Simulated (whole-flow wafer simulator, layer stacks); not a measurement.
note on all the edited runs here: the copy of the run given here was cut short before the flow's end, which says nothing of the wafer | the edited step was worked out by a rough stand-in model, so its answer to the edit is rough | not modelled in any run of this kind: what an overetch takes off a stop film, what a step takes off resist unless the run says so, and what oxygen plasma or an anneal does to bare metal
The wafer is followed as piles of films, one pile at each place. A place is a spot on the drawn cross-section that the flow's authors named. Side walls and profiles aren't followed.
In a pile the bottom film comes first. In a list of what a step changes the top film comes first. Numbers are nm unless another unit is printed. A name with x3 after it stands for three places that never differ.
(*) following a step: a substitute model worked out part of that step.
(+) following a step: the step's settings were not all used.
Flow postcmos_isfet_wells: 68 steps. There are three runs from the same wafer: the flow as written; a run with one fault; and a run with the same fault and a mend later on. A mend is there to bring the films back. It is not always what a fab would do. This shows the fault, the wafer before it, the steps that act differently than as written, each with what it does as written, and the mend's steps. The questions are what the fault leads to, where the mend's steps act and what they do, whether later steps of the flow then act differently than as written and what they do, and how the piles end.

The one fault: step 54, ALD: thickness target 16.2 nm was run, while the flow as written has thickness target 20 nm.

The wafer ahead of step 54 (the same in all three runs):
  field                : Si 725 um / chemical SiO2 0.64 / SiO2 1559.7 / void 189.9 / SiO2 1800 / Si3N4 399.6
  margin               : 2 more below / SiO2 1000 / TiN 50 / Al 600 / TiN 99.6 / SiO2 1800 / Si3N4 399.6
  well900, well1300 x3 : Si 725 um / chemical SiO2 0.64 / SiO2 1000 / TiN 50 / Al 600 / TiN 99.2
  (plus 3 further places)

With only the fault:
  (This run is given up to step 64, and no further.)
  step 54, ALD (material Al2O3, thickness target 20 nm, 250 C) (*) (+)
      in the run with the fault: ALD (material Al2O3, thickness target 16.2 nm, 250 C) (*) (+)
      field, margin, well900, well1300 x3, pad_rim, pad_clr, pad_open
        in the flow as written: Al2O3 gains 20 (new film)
        in the run with the fault: Al2O3 gains 16.2 (new film)
  Every later step of the flow up to step 64 that is run acts as written, at every place that is followed, to within 2% or 0.5 nm, whichever is larger.
  The piles after step 64 differ from the flow's at field, margin, pad_rim, pad_clr, pad_open by more than 2% or 0.5 nm, whichever is larger.
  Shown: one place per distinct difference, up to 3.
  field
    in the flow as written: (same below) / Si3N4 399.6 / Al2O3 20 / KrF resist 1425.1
    in the run with the fault: (same below) / Si3N4 399.6 / Al2O3 16.2 / KrF resist 1415.9
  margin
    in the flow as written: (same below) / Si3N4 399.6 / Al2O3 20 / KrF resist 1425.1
    in the run with the fault: (same below) / Si3N4 399.6 / Al2O3 16.2 / KrF resist 1415.8
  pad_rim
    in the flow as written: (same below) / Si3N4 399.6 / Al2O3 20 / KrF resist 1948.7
    in the run with the fault: (same below) / Si3N4 399.6 / Al2O3 16.2 / KrF resist 1947.6

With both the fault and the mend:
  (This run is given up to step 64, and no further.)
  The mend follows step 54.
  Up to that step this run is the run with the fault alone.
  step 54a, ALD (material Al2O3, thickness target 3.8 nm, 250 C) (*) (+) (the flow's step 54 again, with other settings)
      field, margin, well900, well1300 x3, pad_rim, pad_clr, pad_open
        Al2O3 gains 3.8
  Every later step of the flow up to step 64 that is run acts as written at every place that is followed.
  Once step 64 is done, the piles equal the flow's at every place that both follow.
